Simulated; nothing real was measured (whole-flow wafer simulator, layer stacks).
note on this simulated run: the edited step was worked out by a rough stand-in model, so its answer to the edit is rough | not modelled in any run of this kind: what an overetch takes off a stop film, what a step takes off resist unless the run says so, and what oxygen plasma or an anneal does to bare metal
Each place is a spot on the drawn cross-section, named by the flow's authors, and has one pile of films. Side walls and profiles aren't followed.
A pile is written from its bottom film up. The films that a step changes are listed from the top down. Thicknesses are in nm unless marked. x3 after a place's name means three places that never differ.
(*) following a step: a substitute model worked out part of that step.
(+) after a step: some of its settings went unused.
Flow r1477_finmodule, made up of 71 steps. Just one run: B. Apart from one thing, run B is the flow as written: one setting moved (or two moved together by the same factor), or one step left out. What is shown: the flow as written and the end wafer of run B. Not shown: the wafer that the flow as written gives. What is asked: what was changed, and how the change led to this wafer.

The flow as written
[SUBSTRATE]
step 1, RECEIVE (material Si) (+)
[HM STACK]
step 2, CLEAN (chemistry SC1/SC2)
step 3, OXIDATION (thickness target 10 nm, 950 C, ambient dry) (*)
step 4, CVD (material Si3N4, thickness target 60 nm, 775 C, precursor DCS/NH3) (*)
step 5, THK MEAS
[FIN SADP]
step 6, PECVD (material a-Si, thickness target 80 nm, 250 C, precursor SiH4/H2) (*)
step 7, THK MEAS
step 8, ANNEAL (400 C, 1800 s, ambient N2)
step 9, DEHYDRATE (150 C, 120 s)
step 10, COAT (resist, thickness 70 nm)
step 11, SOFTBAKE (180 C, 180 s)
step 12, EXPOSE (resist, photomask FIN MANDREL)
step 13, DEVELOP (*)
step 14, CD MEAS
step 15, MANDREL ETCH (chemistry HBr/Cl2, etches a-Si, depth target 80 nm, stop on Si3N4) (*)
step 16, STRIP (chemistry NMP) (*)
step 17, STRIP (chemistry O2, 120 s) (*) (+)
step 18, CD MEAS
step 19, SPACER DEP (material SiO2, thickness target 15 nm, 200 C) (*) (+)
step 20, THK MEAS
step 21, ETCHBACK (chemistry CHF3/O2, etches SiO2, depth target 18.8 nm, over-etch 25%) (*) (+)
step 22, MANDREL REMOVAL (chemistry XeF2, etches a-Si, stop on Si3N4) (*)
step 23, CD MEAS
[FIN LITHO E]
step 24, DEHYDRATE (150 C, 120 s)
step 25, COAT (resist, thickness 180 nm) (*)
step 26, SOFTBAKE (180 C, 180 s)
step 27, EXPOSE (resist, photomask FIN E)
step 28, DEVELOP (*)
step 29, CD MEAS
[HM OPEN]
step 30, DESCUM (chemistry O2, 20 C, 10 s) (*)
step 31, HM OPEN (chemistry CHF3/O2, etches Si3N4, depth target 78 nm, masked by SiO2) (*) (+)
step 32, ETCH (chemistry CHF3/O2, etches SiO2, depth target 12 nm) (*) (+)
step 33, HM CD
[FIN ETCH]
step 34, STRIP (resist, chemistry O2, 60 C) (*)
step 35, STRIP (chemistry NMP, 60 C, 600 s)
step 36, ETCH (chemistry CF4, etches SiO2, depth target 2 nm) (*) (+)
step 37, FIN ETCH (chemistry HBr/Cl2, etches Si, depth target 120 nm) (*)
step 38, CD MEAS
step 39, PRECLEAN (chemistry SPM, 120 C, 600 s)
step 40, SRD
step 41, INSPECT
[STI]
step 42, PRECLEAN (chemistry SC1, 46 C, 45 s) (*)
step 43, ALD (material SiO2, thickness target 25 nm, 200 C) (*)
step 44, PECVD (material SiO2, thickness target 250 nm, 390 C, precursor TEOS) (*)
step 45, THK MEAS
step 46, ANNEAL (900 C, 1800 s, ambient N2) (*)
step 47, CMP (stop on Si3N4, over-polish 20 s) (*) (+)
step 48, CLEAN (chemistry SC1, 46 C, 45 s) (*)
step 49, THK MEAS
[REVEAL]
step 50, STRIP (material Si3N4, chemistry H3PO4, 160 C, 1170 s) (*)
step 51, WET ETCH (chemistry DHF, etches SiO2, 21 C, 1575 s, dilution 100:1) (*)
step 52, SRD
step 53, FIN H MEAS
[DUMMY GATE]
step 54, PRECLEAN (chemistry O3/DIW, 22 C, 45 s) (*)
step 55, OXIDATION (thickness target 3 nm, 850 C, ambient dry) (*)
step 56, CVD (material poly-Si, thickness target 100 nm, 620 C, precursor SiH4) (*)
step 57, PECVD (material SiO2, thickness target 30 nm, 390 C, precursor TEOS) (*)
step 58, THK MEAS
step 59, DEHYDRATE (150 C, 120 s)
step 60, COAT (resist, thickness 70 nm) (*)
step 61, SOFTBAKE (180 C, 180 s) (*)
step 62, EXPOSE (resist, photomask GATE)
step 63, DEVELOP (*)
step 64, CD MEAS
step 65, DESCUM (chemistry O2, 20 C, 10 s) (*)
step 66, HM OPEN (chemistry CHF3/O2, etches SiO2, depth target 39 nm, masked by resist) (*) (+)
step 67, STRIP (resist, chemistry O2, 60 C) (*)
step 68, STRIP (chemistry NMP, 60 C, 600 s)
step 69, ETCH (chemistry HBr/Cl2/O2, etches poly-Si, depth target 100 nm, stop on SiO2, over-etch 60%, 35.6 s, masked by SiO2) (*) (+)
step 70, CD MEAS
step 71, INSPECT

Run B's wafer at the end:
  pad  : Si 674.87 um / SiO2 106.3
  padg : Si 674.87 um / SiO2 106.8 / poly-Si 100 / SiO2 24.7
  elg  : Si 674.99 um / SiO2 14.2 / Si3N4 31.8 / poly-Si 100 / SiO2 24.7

Cause: step 3, OXIDATION: thickness target 14.2 nm was run, while the flow as written has thickness target 10 nm.
The wafer itself shows it: elg has SiO2 14.2, and step 3 as written asks for 10 nm.

The path from the change to this, step by step:
  step 3, OXIDATION (thickness target 10 nm, 950 C, ambient dry) (*)
      pad, padg, elg and 33 more: +14.2 SiO2 (new film), -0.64 chemical SiO2 (all of it), -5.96 Si (as written it would have been: +10 SiO2 (new film), -0.64 chemical SiO2 (all of it), -4.12 Si)
  step 31, HM OPEN (chemistry CHF3/O2, etches Si3N4, depth target 78 nm, masked by SiO2) (*) (+)
      pad, padg, esg and 13 more: -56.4 Si3N4 (all of it), -10.8 SiO2 (as written it would have been: -56.4 Si3N4 (all of it), -10 SiO2 (all of it))
  step 32, ETCH (chemistry CHF3/O2, etches SiO2, depth target 12 nm) (*) (+)
      pad, padg, e40sg and 11 more: -3.39 SiO2 (all of it), -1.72 Si (as written it would have been: -2.4 Si)
      esg, eso: -3.39 SiO2 (all of it), -1.72 Si (as written it would have been: -1.77 Si)
      (as well as at 6 more places)
  step 43, ALD (material SiO2, thickness target 25 nm, 200 C) (*)
      esg: +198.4 SiO2 (new film) (as written it would have been: +194.3 SiO2 (new film))
  step 47, CMP (stop on Si3N4, over-polish 20 s) (*) (+)
      pad, padg, e40sg and 11 more: -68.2 SiO2 (as written it would have been: -71.8 SiO2)
      eso: -68.2 SiO2 (as written it would have been: -72.4 SiO2)
  step 51, WET ETCH (chemistry DHF, etches SiO2, 21 C, 1575 s, dilution 100:1) (*)
      s40sg_line, s45sg_line, s50sg_line, s40so_line, s45so_line, s50so_line: -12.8 SiO2 (all of it) (as written it would have been: -8.63 SiO2 (all of it))
  step 56, CVD (material poly-Si, thickness target 100 nm, 620 C, precursor SiH4) (*)
      s40cg, s40co: +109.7 poly-Si (new film) (as written it would have been: +113.9 poly-Si (new film))
      s45cg, s45co: +109.2 poly-Si (new film) (as written it would have been: +113.4 poly-Si (new film))
      (as well as at 2 more places)
  step 60, COAT (resist, thickness 70 nm) (*)
      s40sg, s40so: +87 resist (new film) (as written it would have been: +91 resist (new film))
      s45sg, s45so: +86.9 resist (new film) (as written it would have been: +91 resist (new film))
      (as well as at 2 more places)
  step 63, DEVELOP (*)
      s40so: -87 resist (all of it) (as written it would have been: -91 resist (all of it))
      s45so: -86.9 resist (all of it) (as written it would have been: -91 resist (all of it))
      (as well as at 1 more place)
  step 67, STRIP (resist, chemistry O2, 60 C) (*)
      s40sg: -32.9 resist (all of it) (as written it would have been: -36.9 resist (all of it))
      s45sg: -32.8 resist (all of it) (as written it would have been: -36.9 resist (all of it))
      (as well as at 1 more place)
  step 69, ETCH (chemistry HBr/Cl2/O2, etches poly-Si, depth target 100 nm, stop on SiO2, over-etch 60%, 35.6 s, masked by SiO2) (*) (+)
      s40co: -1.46 chemical SiO2 (all of it), -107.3 poly-Si (all of it), -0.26 SiO2 (as written it would have been: -1.46 chemical SiO2 (all of it), -111.5 poly-Si (all of it), -0.24 SiO2)
      s45co: -1.46 chemical SiO2 (all of it), -106.7 poly-Si (all of it), -0.27 SiO2 (as written it would have been: -1.46 chemical SiO2 (all of it), -110.9 poly-Si (all of it), -0.25 SiO2)
      (as well as at 1 more place)
